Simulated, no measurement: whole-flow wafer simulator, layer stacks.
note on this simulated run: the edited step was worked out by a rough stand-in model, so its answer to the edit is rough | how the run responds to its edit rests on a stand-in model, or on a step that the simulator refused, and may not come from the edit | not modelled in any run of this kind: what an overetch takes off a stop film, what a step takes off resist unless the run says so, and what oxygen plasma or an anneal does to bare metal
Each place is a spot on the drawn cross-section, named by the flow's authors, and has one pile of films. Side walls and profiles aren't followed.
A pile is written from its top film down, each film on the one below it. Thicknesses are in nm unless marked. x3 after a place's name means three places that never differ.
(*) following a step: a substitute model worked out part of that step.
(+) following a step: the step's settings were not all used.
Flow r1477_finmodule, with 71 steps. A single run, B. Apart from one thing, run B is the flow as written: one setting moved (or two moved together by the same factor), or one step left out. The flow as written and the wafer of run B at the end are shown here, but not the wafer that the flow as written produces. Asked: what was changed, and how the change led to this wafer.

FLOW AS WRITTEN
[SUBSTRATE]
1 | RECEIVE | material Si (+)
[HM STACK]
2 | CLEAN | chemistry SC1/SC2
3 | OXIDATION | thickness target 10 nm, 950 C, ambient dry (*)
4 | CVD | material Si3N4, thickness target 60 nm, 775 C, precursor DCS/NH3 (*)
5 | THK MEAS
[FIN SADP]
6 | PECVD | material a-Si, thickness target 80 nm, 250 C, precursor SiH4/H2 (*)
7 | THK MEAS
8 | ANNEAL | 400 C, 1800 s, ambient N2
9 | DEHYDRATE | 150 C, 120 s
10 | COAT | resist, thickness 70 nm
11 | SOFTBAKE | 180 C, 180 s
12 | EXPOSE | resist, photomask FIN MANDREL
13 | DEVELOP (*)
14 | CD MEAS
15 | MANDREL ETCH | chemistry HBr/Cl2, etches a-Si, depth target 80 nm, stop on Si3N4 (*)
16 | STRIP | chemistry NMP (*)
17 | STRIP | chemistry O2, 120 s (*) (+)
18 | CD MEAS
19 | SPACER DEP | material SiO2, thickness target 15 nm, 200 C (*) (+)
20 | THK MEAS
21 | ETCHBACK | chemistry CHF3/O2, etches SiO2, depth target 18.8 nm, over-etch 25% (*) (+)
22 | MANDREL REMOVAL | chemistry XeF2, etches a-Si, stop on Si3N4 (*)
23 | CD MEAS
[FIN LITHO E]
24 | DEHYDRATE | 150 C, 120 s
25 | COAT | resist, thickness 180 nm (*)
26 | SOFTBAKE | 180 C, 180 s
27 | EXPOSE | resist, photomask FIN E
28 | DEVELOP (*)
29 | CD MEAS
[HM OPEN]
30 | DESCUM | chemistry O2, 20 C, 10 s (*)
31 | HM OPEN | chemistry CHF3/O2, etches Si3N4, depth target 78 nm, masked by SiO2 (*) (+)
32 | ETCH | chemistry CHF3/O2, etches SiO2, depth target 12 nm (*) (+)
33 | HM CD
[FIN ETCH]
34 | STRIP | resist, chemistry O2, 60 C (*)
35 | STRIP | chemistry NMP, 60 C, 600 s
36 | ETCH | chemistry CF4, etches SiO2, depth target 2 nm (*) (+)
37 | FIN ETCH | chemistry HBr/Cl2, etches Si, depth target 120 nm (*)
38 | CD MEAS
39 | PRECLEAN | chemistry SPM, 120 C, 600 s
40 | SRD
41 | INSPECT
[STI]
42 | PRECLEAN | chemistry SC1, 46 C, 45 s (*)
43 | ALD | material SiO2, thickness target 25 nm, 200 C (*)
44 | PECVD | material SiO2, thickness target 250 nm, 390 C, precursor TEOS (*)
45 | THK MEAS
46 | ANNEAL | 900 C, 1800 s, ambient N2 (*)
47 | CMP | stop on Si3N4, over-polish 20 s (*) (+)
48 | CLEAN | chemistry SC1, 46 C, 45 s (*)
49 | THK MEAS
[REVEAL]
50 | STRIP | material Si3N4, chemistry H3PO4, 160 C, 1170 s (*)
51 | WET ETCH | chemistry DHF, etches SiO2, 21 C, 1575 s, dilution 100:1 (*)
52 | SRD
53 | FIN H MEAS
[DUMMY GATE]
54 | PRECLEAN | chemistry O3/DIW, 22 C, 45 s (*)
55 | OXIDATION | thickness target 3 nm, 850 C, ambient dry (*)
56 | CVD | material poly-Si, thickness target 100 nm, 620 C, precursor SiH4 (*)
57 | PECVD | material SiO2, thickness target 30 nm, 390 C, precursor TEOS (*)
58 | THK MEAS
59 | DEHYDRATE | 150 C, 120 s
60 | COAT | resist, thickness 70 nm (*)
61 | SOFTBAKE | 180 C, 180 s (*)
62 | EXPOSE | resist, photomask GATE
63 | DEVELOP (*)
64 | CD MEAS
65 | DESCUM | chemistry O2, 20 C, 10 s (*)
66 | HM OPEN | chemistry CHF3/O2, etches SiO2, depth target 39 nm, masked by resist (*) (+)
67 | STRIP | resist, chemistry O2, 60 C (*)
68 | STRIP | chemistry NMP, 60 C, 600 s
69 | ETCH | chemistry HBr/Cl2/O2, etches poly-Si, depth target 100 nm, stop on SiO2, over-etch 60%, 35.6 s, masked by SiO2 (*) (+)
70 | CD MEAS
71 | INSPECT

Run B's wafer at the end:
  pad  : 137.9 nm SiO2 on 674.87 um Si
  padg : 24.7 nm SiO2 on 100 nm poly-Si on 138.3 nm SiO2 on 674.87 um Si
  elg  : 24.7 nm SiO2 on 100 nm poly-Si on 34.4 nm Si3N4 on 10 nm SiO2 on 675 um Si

What caused this: step 51, WET ETCH: 929 s was run, though the flow has 1575 s.

The path from the change to this, step by step:
  51 | WET ETCH | chemistry DHF, etches SiO2, 21 C, 1575 s, dilution 100:1 (*)
      pad, padg, e40sg and 12 more: SiO2 loses 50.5 (as written it would have been: SiO2 loses 85.7)
      elg, e40lg, e100lg, e200lg, elo, e40lo, e100lo, e200lo: SiO2 loses 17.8 (all of it), Si3N4 loses 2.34 (as written it would have been: SiO2 loses 17.8 (all of it), Si3N4 loses 4.97)
      (also at 7 further places)
  56 | CVD | material poly-Si, thickness target 100 nm, 620 C, precursor SiH4 (*)
      s40sg_line, s45sg_line, s50sg_line, s40so_line, s45so_line, s50so_line: poly-Si gains 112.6 (new film) (as written it would have been: poly-Si gains 100 (new film))
      s40cg, s40co: poly-Si gains 100 (new film) (as written it would have been: poly-Si gains 113.9 (new film))
      (also at 5 further places)
  60 | COAT | resist, thickness 70 nm (*)
      e40lg, e100lg, elo, e40lo, e100lo: resist gains 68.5 (new film) (as written it would have been: resist gains 66.9 (new film))
      e40sg, eso, e40so: resist gains 98.6 (new film) (as written it would have been: resist gains 129.5 (new film))
      (also at 22 further places)
  63 | DEVELOP (*)
      elo, e40lo, e100lo: resist loses 68.5 (all of it) (as written it would have been: resist loses 66.9 (all of it))
      eso, e40so: resist loses 98.6 (all of it) (as written it would have been: resist loses 129.5 (all of it))
      (also at 11 further places)
  67 | STRIP | resist, chemistry O2, 60 C (*)
      e40lg, e100lg: resist loses 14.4 (all of it) (as written it would have been: resist loses 12.8 (all of it))
      e40sg: resist loses 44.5 (all of it) (as written it would have been: resist loses 75.4 (all of it))
      (also at 11 further places)
  69 | ETCH | chemistry HBr/Cl2/O2, etches poly-Si, depth target 100 nm, stop on SiO2, over-etch 60%, 35.6 s, masked by SiO2 (*) (+)
      s40so_line, s45so_line, s50so_line: chemical SiO2 loses 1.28 (all of it), poly-Si loses 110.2 (all of it), SiO2 loses 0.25 (as written it would have been: chemical SiO2 loses 1.46 (all of it), poly-Si loses 97.6 (all of it), SiO2 loses 0.42)
      s40co: chemical SiO2 loses 1.28 (all of it), poly-Si loses 97.6 (all of it), SiO2 loses 0.42 (as written it would have been: chemical SiO2 loses 1.46 (all of it), poly-Si loses 111.5 (all of it), SiO2 loses 0.24)
      (also at 2 further places)
